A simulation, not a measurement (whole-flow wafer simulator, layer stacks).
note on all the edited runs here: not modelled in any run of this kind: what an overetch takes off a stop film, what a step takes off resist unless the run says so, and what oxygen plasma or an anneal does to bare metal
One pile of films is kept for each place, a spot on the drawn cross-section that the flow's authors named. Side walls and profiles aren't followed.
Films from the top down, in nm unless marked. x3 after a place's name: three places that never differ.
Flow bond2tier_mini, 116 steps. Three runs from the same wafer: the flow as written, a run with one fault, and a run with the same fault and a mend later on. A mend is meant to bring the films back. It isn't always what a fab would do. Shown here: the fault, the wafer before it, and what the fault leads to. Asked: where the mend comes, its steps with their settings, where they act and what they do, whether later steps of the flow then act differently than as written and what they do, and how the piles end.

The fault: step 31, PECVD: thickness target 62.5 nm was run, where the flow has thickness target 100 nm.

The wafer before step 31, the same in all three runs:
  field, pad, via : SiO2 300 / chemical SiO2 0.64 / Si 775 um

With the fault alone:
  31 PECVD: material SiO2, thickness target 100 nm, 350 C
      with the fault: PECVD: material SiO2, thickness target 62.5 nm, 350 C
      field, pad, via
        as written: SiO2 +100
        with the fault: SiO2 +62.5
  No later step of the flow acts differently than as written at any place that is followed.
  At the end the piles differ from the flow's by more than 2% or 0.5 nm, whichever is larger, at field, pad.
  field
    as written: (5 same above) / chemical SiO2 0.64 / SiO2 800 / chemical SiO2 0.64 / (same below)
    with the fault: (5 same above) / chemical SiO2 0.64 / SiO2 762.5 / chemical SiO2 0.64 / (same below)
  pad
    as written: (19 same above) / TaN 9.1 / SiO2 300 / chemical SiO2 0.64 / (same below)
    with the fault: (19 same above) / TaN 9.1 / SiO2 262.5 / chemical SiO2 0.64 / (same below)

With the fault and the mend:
  The mend comes after step 31.
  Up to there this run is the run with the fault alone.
  31a PECVD: material SiO2, thickness target 37.5 nm, 350 C (the flow's step 31 once more, with other settings)
      field, pad, via
        SiO2 +37.5
  No later step of the flow acts differently than as written at any place that is followed.
  At the end the piles are the same as the flow's at every place that both follow.
